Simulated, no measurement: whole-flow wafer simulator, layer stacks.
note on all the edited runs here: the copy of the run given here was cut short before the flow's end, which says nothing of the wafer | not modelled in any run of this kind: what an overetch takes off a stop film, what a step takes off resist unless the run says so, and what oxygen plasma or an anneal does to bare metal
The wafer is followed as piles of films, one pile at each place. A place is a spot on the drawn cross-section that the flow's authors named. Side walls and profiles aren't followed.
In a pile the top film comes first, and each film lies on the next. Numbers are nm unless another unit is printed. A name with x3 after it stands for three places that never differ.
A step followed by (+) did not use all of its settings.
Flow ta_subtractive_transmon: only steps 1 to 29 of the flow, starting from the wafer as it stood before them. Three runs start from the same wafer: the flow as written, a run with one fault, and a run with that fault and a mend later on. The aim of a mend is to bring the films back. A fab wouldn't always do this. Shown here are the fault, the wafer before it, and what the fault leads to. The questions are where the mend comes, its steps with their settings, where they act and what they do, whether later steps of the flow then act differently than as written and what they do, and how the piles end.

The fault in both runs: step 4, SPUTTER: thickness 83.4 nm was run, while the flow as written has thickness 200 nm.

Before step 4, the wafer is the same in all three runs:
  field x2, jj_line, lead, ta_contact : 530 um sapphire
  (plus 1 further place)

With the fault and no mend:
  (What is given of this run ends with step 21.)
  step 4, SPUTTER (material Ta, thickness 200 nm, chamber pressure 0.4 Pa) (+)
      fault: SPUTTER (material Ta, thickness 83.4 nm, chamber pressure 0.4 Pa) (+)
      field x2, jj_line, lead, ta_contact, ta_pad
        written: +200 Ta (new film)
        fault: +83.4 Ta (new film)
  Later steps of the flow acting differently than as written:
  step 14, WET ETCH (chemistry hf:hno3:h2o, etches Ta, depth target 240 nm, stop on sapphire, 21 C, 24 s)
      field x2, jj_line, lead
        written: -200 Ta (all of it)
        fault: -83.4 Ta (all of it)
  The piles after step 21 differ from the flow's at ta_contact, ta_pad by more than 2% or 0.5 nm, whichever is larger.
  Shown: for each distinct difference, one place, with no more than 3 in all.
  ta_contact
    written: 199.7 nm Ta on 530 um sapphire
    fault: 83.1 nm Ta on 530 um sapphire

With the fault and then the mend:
  After step 5 comes the mend.
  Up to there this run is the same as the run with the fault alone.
  step 5a, WET ETCH (chemistry hf:hno3:h2o, etches Ta, depth target 96 nm, stop on sapphire, 21 C, 9.6 s)
      field x2, jj_line, lead, ta_contact, ta_pad
        -83.4 Ta (all of it)
  step 5b, SPUTTER (material Ta, thickness 200 nm, chamber pressure 0.4 Pa) (+) (the flow's step 4, run once more)
      field x2, jj_line, lead, ta_contact, ta_pad
        +200 Ta (new film)
  Every later step of the flow that is run acts as written at every place that is followed.
  At every place that both follow, the piles at the end match the flow's.
